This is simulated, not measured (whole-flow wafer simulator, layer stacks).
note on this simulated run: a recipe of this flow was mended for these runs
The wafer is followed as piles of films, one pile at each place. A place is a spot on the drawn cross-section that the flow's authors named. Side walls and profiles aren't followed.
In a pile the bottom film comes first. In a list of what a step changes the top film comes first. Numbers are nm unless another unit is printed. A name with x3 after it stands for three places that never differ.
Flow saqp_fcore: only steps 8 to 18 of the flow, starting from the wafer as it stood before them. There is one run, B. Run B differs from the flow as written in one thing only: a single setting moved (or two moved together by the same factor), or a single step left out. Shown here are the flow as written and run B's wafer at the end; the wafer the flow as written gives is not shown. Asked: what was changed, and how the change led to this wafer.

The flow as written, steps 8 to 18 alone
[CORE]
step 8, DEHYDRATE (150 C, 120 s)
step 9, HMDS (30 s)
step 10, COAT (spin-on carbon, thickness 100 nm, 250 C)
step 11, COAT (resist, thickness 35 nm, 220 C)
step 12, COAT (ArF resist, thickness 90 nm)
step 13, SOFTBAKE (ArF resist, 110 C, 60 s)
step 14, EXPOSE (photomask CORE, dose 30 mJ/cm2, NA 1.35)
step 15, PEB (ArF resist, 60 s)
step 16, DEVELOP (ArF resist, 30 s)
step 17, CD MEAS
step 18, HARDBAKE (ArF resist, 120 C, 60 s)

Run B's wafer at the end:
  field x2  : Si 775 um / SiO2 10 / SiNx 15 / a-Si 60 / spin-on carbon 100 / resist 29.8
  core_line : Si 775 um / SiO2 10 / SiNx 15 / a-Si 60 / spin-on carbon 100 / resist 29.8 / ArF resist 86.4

What caused this: step 11, COAT: thickness 29.8 nm was run, whereas the flow has thickness 35 nm.
The wafer lets one read it off: field x2 has resist 29.8, and step 11 as written asks for 35 nm.

How this came from the change, step by step:
  step 11, COAT (resist, thickness 35 nm, 220 C)
      field x2, core_line: resist gains 29.8 (new film) (as written it would have been: resist gains 35 (new film))
